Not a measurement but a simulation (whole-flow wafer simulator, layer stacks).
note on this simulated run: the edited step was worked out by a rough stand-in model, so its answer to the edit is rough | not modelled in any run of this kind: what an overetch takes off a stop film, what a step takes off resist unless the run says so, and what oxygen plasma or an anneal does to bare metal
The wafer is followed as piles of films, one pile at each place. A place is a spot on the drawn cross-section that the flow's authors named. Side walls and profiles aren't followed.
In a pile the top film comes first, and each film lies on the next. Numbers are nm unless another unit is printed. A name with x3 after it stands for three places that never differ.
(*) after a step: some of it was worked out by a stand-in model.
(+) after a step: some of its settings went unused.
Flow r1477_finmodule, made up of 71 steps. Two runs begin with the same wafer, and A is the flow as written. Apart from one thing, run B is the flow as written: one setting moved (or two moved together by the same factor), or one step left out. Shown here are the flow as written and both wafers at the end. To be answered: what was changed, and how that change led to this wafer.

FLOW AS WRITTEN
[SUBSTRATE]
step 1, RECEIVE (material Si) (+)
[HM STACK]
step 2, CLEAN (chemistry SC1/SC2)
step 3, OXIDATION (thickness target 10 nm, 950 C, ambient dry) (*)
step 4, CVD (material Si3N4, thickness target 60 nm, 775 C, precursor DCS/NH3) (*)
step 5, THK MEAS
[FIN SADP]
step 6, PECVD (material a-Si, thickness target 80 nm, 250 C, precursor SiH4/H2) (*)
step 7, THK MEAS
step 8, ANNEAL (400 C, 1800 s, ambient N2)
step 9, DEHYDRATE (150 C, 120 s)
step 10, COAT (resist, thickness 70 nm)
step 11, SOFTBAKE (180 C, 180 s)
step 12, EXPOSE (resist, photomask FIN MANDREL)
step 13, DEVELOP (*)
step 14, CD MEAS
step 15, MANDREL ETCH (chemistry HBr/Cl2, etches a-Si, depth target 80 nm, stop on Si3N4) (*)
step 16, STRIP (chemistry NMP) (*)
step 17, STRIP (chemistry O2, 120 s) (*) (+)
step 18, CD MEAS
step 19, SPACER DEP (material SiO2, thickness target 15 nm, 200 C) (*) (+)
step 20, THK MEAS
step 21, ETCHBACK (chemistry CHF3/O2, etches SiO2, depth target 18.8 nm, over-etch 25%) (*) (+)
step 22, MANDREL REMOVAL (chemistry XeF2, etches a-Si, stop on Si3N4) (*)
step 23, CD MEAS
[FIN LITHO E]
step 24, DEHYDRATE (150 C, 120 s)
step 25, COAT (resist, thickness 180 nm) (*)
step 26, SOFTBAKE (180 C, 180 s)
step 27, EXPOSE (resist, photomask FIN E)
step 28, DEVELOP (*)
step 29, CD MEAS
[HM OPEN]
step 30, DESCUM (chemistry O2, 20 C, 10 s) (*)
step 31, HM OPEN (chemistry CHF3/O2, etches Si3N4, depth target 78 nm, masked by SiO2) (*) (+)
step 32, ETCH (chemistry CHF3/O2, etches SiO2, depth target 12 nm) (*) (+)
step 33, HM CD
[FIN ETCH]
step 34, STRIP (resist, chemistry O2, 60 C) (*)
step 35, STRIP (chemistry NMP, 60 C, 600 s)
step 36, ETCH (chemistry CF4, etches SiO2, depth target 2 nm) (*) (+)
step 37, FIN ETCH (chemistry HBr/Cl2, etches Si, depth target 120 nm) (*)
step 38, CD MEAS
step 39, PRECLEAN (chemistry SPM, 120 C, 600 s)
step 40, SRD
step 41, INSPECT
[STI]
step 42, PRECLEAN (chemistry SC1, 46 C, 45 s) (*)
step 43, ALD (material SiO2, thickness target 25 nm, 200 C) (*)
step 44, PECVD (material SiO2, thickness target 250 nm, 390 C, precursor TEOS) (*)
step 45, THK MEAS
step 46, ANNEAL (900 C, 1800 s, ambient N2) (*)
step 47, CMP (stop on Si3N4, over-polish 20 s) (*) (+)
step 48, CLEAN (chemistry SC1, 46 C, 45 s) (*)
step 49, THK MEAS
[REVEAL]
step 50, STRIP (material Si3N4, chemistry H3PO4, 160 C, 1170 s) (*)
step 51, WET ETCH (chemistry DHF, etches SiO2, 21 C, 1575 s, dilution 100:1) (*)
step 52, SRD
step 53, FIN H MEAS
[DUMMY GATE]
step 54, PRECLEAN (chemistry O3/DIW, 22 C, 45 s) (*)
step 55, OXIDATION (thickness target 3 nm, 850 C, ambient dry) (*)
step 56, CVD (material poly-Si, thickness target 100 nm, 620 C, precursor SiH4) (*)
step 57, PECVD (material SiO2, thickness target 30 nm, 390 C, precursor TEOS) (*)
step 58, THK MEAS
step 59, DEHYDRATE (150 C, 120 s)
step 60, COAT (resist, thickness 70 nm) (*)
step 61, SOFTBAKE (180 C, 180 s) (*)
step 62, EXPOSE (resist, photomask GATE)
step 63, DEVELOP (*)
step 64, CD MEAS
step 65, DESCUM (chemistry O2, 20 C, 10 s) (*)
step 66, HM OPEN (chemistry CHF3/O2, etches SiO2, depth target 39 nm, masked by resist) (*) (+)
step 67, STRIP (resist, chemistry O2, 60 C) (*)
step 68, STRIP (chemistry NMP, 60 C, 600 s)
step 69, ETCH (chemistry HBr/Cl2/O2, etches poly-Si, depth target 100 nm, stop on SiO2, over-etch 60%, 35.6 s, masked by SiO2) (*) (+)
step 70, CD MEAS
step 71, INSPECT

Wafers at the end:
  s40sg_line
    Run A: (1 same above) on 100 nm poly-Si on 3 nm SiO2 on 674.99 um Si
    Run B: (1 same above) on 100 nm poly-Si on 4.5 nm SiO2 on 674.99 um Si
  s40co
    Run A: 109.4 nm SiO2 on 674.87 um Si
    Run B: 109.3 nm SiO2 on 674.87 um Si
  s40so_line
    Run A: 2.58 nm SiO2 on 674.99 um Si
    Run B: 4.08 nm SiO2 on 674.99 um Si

What caused this: step 55, OXIDATION: thickness target 4.5 nm was run, while the flow as written has thickness target 3 nm.
One can read it off the wafer: s40sg_line has SiO2 4.5, and step 55 as written asks for 3 nm.

The path from the change to this, step by step:
  step 55, OXIDATION (thickness target 3 nm, 850 C, ambient dry) (*)
      s40sg_line, s45sg_line, s50sg_line, s40so_line, s45so_line, s50so_line: A +3 SiO2 (new film), -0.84 chemical SiO2 (all of it), -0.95 Si | B +4.5 SiO2 (new film), -0.84 chemical SiO2 (all of it), -1.61 Si
  step 67, STRIP (resist, chemistry O2, 60 C) (*)
      s40sg: A -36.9 resist (all of it) | B -37.7 resist (all of it)
